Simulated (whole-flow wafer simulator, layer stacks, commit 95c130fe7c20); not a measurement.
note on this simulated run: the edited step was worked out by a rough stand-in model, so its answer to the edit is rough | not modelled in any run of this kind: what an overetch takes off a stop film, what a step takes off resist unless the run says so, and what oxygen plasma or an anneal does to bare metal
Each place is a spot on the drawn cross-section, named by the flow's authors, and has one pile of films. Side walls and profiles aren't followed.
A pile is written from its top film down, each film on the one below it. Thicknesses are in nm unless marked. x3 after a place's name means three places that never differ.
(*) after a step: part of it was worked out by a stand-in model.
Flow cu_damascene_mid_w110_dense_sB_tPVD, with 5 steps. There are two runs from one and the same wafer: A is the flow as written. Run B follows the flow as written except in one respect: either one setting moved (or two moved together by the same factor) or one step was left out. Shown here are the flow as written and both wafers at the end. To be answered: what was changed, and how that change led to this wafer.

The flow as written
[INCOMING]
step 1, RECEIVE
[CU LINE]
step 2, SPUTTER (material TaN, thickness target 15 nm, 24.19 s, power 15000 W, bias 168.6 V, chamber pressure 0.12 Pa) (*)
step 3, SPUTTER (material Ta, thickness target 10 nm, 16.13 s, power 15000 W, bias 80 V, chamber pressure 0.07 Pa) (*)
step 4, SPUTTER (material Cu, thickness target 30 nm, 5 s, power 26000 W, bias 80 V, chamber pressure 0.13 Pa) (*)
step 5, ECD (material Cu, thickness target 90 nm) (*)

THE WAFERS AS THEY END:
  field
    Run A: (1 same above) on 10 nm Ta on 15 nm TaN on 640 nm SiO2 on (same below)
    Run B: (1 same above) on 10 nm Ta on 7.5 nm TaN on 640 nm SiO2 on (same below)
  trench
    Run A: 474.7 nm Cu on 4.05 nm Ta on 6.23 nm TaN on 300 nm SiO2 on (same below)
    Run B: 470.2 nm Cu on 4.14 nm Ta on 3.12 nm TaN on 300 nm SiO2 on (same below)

The reason: step 2, SPUTTER: thickness target 7.5 nm was run, though the flow has thickness target 15 nm; step 2, SPUTTER: 12.1 s was run, where the flow has 24.19 s.
The wafer lets one read it off: field has TaN 7.5, and step 2 as written asks for 15 nm.

The path from the change to this, step by step:
  step 2, SPUTTER (material TaN, thickness target 15 nm, 24.19 s, power 15000 W, bias 168.6 V, chamber pressure 0.12 Pa) (*)
      field: A +15 TaN (new film) | B +7.5 TaN (new film)
      trench: A +6.23 TaN (new film) | B +3.12 TaN (new film)
